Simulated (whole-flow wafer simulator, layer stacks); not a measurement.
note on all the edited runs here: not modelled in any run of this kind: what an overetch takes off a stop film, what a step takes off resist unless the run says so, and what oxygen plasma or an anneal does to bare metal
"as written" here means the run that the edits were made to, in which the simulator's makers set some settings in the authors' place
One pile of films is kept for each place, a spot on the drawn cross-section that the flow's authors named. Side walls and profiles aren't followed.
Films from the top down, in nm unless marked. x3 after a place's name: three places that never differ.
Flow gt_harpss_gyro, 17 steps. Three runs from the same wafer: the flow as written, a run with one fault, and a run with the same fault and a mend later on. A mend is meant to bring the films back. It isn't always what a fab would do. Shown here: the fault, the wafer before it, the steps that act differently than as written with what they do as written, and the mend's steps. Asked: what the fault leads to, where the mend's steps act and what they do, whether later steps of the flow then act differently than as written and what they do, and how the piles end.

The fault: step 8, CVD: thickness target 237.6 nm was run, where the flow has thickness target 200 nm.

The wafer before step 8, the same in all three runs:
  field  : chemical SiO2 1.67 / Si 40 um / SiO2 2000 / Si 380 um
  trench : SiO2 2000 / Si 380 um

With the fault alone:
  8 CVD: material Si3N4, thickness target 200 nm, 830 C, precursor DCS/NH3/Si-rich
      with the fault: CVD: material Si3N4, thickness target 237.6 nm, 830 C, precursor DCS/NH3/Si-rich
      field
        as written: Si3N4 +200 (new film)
        with the fault: Si3N4 +237.6 (new film)
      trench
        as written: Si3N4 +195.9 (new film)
        with the fault: Si3N4 +232.6 (new film)
  No later step of the flow acts differently than as written at any place that is followed.
  At the end the piles differ from the flow's by more than 2% or 0.5 nm, whichever is larger, at field, trench.
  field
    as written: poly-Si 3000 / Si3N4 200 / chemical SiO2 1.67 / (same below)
    with the fault: poly-Si 3000 / Si3N4 237.6 / chemical SiO2 1.67 / (same below)
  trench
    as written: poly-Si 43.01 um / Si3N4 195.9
    with the fault: poly-Si 43.01 um / Si3N4 232.6

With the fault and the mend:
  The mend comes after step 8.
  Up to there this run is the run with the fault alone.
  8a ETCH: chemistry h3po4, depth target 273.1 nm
      field
        Si3N4 -237.6 (all of it)
      trench
        Si3N4 -232.6 (all of it)
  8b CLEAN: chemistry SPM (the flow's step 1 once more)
      changes no film at any place that is followed
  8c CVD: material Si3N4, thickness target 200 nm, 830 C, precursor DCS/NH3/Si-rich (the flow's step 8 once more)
      field
        Si3N4 +200 (new film)
      trench
        Si3N4 +195.9 (new film)
  No later step of the flow acts differently than as written at any place that is followed.
  At the end the piles are the same as the flow's at every place that both follow.
